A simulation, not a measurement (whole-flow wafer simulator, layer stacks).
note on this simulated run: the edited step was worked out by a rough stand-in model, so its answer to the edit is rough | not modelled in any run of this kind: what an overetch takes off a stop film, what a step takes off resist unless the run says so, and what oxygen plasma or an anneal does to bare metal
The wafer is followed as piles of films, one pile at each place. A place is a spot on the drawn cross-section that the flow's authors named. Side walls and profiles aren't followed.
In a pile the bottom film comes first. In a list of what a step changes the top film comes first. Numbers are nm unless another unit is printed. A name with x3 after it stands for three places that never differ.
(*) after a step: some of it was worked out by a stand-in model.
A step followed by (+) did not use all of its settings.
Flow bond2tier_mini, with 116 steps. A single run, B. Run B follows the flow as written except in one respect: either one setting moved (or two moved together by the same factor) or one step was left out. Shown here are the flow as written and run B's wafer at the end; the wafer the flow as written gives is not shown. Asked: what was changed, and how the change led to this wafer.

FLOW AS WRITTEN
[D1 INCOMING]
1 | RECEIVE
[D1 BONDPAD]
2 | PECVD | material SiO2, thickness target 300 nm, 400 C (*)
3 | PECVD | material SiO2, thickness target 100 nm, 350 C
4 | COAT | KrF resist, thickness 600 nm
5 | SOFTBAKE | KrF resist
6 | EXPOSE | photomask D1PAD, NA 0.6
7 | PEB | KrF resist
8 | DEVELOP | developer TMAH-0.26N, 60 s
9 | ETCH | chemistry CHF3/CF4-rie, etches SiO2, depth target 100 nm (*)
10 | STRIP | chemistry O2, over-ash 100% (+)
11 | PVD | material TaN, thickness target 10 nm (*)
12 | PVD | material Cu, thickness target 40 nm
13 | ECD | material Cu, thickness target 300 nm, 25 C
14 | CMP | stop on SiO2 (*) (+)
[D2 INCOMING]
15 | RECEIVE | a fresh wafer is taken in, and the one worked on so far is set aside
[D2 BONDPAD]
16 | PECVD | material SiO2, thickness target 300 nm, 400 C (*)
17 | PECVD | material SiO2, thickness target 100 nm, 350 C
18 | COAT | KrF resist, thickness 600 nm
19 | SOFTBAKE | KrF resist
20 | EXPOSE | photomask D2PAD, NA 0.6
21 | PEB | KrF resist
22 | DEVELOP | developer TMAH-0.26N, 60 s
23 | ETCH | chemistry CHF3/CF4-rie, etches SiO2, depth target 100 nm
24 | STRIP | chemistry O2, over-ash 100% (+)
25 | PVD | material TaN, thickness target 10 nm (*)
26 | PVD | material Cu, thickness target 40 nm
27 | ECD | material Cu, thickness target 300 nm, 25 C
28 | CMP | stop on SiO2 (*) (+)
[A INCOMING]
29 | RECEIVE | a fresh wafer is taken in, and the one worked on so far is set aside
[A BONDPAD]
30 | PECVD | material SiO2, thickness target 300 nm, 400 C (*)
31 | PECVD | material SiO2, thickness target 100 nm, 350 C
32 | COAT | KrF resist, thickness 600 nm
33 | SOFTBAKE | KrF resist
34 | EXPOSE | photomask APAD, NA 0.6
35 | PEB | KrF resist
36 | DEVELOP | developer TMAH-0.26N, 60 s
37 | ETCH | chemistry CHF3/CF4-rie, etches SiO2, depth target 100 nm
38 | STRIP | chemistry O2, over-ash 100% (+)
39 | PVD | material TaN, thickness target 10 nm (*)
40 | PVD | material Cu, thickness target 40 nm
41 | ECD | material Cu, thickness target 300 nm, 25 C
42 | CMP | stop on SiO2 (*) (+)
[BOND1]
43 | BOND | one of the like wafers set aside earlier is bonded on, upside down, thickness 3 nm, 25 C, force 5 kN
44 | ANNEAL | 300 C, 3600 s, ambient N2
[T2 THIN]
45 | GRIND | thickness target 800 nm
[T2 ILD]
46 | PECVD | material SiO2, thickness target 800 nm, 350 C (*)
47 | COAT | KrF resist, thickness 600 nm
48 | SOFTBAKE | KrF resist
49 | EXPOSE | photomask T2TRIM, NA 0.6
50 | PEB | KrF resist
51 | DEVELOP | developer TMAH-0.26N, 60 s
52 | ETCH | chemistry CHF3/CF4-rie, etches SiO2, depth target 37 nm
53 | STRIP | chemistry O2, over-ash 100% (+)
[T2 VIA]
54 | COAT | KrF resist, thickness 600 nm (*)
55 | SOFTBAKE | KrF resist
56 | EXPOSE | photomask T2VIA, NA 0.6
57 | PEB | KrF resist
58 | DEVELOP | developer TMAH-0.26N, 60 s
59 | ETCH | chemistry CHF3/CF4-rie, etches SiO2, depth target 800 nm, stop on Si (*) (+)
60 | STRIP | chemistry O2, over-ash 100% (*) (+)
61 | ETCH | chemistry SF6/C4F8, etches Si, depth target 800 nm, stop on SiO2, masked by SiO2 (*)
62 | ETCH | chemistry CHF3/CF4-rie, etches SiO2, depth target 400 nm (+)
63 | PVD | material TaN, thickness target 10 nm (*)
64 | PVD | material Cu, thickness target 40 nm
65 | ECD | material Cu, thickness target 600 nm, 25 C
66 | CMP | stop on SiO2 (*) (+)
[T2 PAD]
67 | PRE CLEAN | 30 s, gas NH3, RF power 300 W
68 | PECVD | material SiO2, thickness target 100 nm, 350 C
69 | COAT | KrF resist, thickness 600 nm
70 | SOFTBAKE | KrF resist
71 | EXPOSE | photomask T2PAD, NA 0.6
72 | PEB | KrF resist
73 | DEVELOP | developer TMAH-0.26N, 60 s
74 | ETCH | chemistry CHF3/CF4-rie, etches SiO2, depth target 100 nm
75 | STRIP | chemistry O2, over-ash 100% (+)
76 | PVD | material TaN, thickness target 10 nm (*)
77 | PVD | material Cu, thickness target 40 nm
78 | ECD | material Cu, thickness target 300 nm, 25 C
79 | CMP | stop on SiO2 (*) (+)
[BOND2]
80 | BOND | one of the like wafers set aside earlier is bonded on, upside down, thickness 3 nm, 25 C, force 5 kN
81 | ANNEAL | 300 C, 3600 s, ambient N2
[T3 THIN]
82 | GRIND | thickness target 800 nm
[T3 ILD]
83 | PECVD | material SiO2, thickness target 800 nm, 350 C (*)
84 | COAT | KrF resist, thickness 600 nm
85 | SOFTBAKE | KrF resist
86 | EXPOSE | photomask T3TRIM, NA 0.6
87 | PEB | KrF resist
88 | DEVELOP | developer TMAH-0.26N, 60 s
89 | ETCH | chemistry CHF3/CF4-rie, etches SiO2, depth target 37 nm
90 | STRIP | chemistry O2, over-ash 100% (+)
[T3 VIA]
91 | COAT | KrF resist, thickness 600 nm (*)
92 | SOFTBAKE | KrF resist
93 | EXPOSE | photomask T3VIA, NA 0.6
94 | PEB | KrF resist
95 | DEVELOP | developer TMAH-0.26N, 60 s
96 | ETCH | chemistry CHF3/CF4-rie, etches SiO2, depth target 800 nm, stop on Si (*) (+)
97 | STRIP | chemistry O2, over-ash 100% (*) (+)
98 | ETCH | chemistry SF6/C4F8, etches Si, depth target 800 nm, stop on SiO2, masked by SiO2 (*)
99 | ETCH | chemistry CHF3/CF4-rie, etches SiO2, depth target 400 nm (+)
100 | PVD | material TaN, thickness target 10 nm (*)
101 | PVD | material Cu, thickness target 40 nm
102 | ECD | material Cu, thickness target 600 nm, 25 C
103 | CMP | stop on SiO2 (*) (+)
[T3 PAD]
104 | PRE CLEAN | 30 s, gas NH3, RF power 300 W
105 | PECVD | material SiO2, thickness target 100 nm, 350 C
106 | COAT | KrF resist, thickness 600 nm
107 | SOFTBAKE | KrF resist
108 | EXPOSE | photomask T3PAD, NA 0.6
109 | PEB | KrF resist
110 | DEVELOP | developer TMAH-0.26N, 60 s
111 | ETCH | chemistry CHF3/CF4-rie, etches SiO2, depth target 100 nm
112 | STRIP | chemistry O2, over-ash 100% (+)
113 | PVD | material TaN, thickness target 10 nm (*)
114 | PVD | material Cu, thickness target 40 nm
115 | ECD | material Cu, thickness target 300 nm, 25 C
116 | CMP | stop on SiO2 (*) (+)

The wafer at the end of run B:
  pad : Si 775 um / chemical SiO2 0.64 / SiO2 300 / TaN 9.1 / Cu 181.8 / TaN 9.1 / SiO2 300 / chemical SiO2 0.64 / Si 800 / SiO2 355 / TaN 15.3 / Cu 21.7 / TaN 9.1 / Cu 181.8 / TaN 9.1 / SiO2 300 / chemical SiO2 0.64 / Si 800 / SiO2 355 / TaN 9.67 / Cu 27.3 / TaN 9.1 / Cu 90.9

The reason: step 63, PVD: thickness target 15.8 nm was run, while the flow as written has thickness target 10 nm.

Step by step, how the change led to this:
  63 | PVD | material TaN, thickness target 10 nm (*)
      field: TaN gains 15.8 (new film) (as written it would have been: TaN gains 10 (new film))
      pad: TaN gains 15.3 (new film) (as written it would have been: TaN gains 9.67 (new film))
  66 | CMP | stop on SiO2 (*) (+)
      field: Cu loses 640 (all of it), TaN loses 15.8 (all of it) (as written it would have been: Cu loses 640 (all of it), TaN loses 10 (all of it))
